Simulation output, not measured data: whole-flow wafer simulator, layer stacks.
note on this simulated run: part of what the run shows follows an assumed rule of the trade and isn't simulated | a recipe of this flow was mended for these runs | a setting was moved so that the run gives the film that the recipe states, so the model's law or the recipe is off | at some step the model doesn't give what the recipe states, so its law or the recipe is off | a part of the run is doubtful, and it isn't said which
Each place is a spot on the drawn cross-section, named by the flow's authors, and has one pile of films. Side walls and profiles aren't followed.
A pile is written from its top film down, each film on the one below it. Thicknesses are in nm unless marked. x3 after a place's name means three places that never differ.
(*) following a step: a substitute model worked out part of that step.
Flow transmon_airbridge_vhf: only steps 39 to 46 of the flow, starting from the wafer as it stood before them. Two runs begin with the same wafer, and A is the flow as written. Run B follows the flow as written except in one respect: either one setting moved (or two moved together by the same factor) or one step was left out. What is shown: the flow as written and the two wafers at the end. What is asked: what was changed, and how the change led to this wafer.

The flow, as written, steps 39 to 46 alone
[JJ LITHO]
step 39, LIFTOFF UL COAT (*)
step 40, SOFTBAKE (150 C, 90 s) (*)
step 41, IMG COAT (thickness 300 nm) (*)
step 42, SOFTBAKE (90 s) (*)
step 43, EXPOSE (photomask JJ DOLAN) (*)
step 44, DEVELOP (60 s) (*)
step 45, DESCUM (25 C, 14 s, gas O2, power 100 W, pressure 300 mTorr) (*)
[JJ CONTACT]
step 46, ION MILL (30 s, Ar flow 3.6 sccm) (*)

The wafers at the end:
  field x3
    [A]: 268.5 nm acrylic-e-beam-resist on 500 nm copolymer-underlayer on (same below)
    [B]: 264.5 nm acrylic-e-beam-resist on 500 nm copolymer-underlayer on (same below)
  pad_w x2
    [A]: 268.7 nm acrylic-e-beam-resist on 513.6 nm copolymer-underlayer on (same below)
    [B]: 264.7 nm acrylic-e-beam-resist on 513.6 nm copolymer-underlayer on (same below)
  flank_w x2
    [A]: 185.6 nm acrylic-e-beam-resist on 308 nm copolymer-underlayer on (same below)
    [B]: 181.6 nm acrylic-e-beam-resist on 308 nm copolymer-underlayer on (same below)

What caused this: step 46, ION MILL: 37.2 s was run, whereas the flow has 30 s.

Step by step, how the change led to this:
  step 46, ION MILL (30 s, Ar flow 3.6 sccm) (*)
      field x3, ground_far x3, pad_w x2, flank_w x2, gap_w x2, cpw_trace, margin_s x2, bridge_strip: A acrylic-e-beam-resist loses 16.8 | B acrylic-e-beam-resist loses 20.8
      jj_line: A Si loses 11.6 | B Si loses 14.4
